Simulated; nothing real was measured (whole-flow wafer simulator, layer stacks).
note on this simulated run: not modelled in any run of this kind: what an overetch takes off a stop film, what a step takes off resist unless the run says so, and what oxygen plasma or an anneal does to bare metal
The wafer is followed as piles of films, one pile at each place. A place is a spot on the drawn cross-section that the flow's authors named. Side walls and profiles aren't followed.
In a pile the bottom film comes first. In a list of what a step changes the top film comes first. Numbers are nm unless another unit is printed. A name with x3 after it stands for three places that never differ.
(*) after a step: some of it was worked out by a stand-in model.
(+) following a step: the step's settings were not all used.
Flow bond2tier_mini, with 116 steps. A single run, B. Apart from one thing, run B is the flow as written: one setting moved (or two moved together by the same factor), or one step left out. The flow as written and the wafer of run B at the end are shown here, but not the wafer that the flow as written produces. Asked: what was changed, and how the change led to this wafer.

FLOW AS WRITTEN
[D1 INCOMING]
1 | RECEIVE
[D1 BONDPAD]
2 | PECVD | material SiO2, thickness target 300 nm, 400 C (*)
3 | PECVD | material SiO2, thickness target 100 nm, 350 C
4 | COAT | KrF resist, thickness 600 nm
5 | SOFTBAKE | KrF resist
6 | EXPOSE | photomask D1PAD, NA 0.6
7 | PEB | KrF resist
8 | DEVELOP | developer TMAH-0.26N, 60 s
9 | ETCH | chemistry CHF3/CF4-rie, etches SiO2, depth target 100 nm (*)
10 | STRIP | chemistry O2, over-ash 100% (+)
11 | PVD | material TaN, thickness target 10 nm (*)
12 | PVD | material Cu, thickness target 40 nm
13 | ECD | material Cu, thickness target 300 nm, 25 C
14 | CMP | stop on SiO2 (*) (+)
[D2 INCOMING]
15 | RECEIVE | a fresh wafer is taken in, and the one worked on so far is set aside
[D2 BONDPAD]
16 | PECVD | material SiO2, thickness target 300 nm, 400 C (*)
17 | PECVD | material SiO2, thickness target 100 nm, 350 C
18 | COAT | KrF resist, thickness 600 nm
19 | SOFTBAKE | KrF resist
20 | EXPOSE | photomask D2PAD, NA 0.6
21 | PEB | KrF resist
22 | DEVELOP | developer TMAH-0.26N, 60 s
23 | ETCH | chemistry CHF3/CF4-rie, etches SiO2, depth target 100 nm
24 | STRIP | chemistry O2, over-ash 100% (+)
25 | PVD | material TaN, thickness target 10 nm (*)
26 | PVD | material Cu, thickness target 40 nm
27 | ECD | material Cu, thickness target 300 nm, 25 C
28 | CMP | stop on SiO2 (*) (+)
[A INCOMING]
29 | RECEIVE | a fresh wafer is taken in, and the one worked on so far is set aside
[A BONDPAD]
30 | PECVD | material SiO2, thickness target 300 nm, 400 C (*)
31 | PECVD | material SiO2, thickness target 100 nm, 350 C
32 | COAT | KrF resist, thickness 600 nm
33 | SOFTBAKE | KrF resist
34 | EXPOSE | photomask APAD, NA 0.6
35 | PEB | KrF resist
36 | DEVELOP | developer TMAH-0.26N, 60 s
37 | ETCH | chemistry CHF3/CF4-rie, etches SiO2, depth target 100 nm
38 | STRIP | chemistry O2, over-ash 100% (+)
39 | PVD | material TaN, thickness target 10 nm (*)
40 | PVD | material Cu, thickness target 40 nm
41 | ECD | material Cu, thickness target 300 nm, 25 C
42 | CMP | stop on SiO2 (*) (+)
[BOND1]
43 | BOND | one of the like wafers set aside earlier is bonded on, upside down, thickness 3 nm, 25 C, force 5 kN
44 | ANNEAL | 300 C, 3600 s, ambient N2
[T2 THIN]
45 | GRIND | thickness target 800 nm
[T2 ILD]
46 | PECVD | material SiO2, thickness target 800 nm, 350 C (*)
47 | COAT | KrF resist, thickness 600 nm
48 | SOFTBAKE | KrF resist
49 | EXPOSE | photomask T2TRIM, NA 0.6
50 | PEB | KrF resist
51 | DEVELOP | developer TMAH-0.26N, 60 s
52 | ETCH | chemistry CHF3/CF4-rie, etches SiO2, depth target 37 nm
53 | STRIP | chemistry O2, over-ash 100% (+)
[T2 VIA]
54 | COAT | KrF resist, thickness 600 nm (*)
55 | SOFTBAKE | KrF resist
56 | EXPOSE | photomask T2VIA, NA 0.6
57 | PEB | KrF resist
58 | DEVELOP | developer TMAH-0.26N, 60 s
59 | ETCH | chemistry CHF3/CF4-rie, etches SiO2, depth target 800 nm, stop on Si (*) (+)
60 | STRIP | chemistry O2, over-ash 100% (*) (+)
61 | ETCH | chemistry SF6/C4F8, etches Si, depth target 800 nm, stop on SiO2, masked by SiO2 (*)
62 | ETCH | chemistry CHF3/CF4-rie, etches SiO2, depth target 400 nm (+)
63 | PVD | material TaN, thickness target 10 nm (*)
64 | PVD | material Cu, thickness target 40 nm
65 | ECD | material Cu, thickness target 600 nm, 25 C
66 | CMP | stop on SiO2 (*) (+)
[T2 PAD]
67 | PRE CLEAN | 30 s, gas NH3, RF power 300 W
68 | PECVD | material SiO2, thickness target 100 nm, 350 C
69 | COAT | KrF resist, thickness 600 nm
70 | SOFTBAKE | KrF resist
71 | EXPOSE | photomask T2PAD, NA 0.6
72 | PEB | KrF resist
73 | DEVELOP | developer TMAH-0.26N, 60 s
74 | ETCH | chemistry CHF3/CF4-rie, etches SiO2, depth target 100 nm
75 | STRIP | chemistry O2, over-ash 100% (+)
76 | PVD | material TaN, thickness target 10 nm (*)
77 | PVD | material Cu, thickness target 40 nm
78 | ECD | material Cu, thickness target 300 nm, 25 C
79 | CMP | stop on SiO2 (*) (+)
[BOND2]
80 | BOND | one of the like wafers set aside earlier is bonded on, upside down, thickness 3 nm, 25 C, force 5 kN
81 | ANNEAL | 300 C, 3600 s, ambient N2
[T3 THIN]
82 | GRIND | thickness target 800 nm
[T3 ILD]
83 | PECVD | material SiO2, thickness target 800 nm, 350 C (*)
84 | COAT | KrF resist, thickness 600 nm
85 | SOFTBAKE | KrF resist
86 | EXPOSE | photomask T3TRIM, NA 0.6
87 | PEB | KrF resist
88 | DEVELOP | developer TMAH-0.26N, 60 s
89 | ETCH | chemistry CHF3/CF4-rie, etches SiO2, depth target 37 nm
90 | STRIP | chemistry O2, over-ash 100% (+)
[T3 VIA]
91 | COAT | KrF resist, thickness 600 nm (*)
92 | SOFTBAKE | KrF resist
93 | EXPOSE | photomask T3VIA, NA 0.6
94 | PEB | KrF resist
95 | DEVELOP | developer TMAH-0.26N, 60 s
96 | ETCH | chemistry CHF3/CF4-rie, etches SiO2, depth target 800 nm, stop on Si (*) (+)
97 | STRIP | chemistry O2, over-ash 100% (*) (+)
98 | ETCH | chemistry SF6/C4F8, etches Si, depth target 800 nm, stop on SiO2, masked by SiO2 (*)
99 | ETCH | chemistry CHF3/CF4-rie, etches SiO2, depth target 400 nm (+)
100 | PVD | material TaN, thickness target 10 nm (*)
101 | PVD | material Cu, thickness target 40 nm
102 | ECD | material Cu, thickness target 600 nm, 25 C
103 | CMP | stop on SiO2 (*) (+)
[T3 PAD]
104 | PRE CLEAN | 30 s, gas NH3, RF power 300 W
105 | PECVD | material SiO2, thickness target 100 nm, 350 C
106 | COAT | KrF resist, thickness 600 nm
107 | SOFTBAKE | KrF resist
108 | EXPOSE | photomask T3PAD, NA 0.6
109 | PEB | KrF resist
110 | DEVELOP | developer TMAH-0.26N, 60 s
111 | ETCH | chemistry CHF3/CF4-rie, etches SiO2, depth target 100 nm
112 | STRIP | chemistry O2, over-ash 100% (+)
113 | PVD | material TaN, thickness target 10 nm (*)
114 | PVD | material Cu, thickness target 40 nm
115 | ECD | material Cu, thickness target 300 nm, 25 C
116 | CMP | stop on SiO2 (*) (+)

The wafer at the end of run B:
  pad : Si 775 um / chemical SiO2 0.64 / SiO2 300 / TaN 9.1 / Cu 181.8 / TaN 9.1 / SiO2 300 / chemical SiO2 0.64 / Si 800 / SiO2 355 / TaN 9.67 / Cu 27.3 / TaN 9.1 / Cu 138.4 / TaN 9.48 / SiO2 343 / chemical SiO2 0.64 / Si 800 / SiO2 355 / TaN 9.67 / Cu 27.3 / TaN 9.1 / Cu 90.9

What caused this: step 23, ETCH: depth target 57 nm was run, whereas the flow has depth target 100 nm.

How this came from the change, step by step:
  23 | ETCH | chemistry CHF3/CF4-rie, etches SiO2, depth target 100 nm
      pad, via: -57 SiO2 (it would be, as written: -100 SiO2)
      field: -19 KrF resist (it would be, as written: -33.3 KrF resist)
  24 | STRIP | chemistry O2, over-ash 100% (+)
      field: -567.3 KrF resist (all of it) (it would be, as written: -552.9 KrF resist (all of it))
  26 | PVD | material Cu, thickness target 40 nm
      pad: +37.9 Cu (new film) (it would be, as written: +36.4 Cu (new film))
  27 | ECD | material Cu, thickness target 300 nm, 25 C
      pad: +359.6 Cu (it would be, as written: +404.5 Cu)
      via: +357 Cu (it would be, as written: +400.2 Cu)
  80 | BOND | one of the like wafers set aside earlier is bonded on, upside down, thickness 3 nm, 25 C, force 5 kN
      pad: +775 um Si (new film), +0.64 chemical SiO2 (new film), +343 SiO2 (new film), +9.48 TaN (new film), +47.5 Cu (it would be, as written: +775 um Si (new film), +0.64 chemical SiO2 (new film), +300 SiO2 (new film), +9.1 TaN (new film), +90.9 Cu)
